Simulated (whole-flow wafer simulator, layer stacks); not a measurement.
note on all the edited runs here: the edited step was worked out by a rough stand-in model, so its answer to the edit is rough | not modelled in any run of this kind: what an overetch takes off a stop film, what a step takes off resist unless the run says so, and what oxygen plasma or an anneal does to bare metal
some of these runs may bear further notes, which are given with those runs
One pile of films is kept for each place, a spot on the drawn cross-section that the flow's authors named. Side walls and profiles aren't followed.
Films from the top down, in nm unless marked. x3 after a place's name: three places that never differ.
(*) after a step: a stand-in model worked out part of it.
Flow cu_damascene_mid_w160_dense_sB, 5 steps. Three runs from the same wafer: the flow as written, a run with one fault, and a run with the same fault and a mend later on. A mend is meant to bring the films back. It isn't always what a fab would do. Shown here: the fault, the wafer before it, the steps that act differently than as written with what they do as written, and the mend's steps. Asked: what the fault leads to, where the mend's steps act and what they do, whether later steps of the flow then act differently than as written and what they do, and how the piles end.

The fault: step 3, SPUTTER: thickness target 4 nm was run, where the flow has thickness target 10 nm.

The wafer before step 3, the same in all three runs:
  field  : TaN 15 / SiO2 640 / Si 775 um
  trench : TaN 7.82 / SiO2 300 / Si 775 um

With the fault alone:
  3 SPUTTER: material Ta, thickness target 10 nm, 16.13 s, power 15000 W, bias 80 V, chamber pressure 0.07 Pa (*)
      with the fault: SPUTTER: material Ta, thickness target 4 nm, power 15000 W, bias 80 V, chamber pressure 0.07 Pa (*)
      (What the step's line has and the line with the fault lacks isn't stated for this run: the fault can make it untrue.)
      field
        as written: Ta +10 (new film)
        with the fault: Ta +4 (new film)
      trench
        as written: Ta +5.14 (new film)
        with the fault: Ta +2.05 (new film)
  No later step of the flow acts differently than as written, at any place that is followed, by more than 2% or 0.5 nm, whichever is larger.
  At the end the piles differ from the flow's by more than 2% or 0.5 nm, whichever is larger, at field, trench.
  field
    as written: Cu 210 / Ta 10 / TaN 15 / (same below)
    with the fault: Cu 210 / Ta 4 / TaN 15 / (same below)
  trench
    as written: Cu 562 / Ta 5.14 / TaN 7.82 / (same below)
    with the fault: Cu 559.1 / Ta 2.05 / TaN 7.82 / (same below)

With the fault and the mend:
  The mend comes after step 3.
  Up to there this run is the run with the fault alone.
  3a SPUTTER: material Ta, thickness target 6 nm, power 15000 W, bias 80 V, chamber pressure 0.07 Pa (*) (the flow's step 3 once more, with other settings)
      field
        Ta +6
      trench
        Ta +3.05
  No later step of the flow acts differently than as written, at any place that is followed, by more than 2% or 0.5 nm, whichever is larger.
  At the end the piles differ from the flow's only slightly at the places that both follow, by at most 2% or 0.5 nm, whichever is larger.
